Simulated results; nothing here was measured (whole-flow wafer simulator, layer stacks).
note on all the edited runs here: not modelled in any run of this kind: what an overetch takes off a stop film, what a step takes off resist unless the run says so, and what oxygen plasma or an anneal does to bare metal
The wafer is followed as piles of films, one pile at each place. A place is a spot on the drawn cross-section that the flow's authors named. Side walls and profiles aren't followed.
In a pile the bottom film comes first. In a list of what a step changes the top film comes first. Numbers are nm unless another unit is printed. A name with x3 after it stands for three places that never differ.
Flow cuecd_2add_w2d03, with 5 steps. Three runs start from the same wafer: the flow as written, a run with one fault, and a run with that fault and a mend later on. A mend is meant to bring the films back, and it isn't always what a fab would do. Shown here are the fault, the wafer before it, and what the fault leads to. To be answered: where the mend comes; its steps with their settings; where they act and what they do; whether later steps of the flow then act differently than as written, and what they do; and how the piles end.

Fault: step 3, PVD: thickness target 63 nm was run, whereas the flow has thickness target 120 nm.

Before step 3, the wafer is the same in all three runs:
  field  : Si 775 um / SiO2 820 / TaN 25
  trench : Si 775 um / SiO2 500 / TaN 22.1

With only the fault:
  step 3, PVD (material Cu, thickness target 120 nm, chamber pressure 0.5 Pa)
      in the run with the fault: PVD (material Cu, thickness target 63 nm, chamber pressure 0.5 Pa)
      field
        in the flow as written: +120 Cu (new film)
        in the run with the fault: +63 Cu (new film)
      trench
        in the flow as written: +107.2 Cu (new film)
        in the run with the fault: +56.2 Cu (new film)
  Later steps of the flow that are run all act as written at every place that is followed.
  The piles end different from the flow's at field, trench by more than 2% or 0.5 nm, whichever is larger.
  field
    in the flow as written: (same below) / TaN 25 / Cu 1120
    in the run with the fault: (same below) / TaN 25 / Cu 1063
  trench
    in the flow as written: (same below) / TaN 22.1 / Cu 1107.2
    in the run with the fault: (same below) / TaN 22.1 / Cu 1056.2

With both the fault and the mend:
  The mend stands after step 3.
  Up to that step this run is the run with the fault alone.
  step 3a, PVD (material Cu, thickness target 57 nm, chamber pressure 0.5 Pa) (the flow's step 3, run once more with other settings)
      field
        +57 Cu
      trench
        +50.5 Cu
  Later steps of the flow that are run all act as written at every place that is followed.
  At the end the piles are close to the flow's at the places that both follow, differing by at most 2% or 0.5 nm, whichever is larger.
